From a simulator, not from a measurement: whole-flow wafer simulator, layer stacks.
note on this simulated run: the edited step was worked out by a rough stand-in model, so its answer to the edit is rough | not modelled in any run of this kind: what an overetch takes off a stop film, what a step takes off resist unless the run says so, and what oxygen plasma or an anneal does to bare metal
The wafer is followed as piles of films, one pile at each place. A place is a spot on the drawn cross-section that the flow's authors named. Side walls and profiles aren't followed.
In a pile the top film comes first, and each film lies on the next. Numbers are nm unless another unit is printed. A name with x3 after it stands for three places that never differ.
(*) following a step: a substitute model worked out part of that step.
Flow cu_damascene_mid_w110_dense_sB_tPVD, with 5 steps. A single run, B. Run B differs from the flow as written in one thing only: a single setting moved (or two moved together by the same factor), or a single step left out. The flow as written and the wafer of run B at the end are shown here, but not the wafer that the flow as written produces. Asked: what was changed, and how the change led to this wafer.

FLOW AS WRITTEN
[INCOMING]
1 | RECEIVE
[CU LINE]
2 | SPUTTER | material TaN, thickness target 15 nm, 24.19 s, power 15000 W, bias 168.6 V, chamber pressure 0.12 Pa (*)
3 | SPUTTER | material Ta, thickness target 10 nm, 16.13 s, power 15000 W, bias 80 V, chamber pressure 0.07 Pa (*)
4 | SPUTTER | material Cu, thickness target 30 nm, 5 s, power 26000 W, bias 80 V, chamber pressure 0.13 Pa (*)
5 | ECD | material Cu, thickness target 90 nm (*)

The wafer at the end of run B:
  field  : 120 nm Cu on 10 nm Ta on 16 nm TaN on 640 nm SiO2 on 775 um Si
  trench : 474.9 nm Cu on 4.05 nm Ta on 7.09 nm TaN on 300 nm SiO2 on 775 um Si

Cause: step 2, SPUTTER: bias 128.1 V was run, whereas the flow has bias 168.6 V.

How this came from the change, step by step:
  2 | SPUTTER | material TaN, thickness target 15 nm, 24.19 s, power 15000 W, bias 168.6 V, chamber pressure 0.12 Pa (*)
      field: TaN gains 16 (new film) (as written it would have been: TaN gains 15 (new film))
      trench: TaN gains 7.09 (new film) (as written it would have been: TaN gains 6.23 (new film))
